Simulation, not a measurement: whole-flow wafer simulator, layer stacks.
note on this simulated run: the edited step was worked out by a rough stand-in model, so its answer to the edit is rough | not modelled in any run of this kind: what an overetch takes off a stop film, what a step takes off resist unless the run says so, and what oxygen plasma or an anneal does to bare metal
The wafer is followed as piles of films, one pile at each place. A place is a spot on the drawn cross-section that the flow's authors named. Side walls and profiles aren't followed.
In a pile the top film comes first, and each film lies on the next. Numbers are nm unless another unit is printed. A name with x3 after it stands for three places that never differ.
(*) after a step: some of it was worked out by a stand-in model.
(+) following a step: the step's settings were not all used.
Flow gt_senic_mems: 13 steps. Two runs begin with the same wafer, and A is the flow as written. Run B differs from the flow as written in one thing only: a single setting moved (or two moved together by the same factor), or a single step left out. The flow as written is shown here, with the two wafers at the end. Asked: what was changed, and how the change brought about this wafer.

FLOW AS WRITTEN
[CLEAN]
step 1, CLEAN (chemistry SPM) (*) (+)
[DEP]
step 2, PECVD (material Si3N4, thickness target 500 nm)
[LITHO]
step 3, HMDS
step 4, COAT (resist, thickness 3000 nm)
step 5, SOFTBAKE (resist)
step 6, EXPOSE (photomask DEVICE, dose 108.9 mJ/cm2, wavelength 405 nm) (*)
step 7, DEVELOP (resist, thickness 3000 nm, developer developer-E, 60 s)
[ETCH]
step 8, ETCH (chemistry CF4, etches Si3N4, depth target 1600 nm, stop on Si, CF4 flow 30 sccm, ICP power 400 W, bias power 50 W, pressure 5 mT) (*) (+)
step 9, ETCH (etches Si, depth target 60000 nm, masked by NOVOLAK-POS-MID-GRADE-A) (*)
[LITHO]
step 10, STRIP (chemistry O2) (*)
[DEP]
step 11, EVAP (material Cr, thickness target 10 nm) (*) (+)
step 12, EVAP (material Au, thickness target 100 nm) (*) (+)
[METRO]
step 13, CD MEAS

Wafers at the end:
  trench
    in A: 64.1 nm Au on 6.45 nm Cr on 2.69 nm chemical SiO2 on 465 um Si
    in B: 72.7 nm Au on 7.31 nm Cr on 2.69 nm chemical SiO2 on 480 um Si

The reason: step 9, ETCH: depth target 45000 nm was run, while the flow as written has depth target 60000 nm.

The path from the change to this, step by step:
  step 9, ETCH (etches Si, depth target 60000 nm, masked by NOVOLAK-POS-MID-GRADE-A) (*)
      field: A -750 resist | B -562.5 resist
      trench: A -60 um Si | B -45 um Si
  step 10, STRIP (chemistry O2) (*)
      field: A -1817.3 resist (all of it) | B -2004.8 resist (all of it)
  step 11, EVAP (material Cr, thickness target 10 nm) (*) (+)
      trench: A +6.45 Cr (new film) | B +7.31 Cr (new film)
  step 12, EVAP (material Au, thickness target 100 nm) (*) (+)
      trench: A +64.1 Au (new film) | B +72.7 Au (new film)
